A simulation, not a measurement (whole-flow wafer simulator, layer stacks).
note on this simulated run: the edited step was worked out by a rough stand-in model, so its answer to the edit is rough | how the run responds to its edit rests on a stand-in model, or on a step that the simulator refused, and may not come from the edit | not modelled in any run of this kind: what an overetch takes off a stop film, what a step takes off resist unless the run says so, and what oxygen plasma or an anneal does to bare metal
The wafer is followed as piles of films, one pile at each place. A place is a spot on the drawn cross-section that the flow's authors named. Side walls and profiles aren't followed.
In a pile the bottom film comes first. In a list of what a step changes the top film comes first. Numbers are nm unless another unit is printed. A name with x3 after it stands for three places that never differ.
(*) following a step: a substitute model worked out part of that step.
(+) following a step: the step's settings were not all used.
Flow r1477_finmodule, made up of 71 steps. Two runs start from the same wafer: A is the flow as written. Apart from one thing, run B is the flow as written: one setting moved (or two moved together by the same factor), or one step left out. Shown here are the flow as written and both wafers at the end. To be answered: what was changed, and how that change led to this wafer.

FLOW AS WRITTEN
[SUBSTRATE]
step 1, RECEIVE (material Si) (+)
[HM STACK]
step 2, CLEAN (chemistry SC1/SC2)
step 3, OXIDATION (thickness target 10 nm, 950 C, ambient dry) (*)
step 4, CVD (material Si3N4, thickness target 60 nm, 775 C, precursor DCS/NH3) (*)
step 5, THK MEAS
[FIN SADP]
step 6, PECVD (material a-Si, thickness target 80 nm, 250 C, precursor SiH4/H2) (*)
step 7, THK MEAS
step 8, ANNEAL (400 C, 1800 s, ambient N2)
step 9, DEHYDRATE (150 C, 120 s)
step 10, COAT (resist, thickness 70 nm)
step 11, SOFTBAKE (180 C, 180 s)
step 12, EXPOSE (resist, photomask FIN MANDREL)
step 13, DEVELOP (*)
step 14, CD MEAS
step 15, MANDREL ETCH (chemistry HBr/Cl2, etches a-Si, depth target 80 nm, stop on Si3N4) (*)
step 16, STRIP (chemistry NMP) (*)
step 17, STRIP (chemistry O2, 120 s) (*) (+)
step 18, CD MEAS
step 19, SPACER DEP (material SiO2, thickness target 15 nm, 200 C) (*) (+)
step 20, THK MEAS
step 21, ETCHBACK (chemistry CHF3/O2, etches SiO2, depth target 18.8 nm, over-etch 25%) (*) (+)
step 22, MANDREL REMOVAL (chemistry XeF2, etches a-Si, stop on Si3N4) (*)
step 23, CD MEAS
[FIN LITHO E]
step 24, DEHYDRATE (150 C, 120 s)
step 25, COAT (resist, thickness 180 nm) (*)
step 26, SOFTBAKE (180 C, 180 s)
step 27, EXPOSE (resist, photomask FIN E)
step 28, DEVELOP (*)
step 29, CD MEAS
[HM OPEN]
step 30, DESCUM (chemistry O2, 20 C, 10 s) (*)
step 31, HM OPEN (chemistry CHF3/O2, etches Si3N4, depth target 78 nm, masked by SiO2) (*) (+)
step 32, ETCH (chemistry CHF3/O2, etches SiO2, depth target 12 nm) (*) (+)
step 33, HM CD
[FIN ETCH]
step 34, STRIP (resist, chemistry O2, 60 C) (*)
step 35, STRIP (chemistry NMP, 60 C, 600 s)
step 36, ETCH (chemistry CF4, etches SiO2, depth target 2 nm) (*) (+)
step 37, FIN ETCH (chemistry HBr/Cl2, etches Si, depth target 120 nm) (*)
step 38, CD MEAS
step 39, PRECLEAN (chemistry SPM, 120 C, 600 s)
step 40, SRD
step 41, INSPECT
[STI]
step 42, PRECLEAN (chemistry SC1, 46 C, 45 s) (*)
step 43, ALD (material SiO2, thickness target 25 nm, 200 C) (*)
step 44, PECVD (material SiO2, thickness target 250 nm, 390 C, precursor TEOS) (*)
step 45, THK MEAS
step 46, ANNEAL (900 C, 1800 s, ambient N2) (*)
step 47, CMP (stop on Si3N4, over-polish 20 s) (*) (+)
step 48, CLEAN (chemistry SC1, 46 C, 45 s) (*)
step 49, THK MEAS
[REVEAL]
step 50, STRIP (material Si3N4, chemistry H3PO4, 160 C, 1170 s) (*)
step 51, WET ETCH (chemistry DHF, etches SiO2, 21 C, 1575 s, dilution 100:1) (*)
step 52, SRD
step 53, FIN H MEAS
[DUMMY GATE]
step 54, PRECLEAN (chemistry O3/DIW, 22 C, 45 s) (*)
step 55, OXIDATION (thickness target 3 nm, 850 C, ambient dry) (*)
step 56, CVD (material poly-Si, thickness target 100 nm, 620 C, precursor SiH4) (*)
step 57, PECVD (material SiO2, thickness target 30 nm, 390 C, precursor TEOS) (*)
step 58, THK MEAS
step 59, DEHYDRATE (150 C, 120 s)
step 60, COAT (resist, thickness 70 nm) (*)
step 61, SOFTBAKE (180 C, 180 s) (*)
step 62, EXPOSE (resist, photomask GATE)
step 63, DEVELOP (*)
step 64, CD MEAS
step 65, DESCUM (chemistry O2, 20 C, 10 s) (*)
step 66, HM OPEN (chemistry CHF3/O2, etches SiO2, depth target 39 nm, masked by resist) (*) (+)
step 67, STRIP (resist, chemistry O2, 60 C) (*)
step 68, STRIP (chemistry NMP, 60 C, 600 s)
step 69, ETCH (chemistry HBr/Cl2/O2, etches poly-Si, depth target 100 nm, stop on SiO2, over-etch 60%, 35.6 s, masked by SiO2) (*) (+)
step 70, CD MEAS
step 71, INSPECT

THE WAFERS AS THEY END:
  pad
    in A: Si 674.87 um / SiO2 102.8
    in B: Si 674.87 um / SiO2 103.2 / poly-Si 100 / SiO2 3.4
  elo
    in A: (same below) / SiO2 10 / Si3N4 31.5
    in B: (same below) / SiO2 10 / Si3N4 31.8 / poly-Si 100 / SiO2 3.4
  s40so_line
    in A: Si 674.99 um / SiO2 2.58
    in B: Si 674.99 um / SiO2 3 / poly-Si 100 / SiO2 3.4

Cause: step 57, PECVD: thickness target 47.7 nm was run, while the flow as written has thickness target 30 nm.

Step by step, how the change led to this:
  step 57, PECVD (material SiO2, thickness target 30 nm, 390 C, precursor TEOS) (*)
      pad, padg, elg and 33 more: A +30 SiO2 (new film) | B +47.7 SiO2 (new film)
  step 66, HM OPEN (chemistry CHF3/O2, etches SiO2, depth target 39 nm, masked by resist) (*) (+)
      pad, elo, eso and 15 more: A -30 SiO2 (all of it), -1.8 poly-Si | B -39 SiO2
  step 67, STRIP (resist, chemistry O2, 60 C) (*)
      pad, elo, eso and 15 more: A +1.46 chemical SiO2 (new film), -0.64 poly-Si | B nothing
  step 69, ETCH (chemistry HBr/Cl2/O2, etches poly-Si, depth target 100 nm, stop on SiO2, over-etch 60%, 35.6 s, masked by SiO2) (*) (+)
      pad, eso, e40so and 8 more: A -1.46 chemical SiO2 (all of it), -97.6 poly-Si (all of it), -0.42 SiO2 | B -5.3 SiO2
      elo, e40lo, e100lo, e200lo: A -1.46 chemical SiO2 (all of it), -97.6 poly-Si (all of it), -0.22 Si3N4 | B -5.3 SiO2
      (and at 3 other places as well)
